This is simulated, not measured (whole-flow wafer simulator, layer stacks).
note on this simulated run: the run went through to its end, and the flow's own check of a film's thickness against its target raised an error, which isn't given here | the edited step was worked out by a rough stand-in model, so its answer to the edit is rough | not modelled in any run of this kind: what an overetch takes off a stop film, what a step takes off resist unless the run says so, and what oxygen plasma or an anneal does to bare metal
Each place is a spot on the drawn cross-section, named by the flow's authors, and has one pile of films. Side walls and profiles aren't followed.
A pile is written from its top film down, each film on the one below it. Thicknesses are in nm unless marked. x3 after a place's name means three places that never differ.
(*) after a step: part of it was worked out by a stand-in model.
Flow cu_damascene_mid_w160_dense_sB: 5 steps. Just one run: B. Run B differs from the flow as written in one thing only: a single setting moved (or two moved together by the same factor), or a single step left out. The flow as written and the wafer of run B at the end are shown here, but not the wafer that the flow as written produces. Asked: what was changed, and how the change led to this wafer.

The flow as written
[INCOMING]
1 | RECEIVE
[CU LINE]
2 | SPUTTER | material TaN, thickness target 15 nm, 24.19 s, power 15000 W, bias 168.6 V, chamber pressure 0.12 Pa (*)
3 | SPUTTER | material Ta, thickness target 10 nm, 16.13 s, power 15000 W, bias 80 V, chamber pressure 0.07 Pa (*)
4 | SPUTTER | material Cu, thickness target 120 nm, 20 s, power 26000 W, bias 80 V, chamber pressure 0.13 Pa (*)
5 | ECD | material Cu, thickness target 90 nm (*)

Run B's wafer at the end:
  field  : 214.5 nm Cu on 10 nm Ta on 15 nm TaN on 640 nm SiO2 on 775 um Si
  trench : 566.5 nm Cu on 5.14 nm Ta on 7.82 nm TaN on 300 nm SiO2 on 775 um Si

Cause: step 5, ECD: thickness target 94.5 nm was run, whereas the flow has thickness target 90 nm.

The path from the change to this, step by step:
  5 | ECD | material Cu, thickness target 90 nm (*)
      field: +94.5 Cu (it would be, as written: +90 Cu)
